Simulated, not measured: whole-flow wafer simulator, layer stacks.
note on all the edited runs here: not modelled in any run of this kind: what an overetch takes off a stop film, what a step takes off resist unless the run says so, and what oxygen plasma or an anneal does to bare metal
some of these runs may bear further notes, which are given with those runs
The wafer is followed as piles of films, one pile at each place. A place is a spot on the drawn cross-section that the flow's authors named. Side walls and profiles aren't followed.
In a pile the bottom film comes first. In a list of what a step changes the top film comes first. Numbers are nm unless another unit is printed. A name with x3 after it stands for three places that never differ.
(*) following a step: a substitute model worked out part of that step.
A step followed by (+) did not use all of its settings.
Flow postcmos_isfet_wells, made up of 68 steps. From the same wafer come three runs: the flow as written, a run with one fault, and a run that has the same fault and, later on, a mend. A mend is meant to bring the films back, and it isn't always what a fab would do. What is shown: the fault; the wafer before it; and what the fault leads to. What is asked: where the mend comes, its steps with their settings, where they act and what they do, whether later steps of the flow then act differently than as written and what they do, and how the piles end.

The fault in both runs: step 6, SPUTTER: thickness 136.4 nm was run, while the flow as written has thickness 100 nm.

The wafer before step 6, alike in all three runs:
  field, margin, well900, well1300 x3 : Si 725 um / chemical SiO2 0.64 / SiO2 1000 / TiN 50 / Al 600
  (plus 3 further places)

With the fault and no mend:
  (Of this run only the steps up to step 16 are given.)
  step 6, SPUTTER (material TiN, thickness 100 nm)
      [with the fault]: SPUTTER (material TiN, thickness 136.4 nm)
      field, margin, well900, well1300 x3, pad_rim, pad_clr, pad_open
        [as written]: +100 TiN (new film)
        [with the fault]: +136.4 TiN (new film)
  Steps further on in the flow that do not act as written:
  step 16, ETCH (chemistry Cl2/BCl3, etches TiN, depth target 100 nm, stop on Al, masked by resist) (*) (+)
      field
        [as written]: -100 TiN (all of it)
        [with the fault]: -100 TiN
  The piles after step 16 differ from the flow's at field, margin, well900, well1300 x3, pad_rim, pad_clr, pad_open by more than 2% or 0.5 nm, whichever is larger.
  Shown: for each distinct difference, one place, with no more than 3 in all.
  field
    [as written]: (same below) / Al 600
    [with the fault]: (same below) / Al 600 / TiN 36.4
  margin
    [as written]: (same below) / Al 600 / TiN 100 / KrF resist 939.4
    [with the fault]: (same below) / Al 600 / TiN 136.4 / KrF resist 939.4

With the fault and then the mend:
  After step 6 comes the mend.
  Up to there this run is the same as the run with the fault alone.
  step 6a, ETCH (chemistry peroxide tin strip, depth target 36.4 nm)
      field, margin, well900, well1300 x3, pad_rim, pad_clr, pad_open
        -36.4 TiN
  Every later step of the flow that is run acts as written at every place that is followed.
  By the end, the piles equal the flow's at every place that both follow.
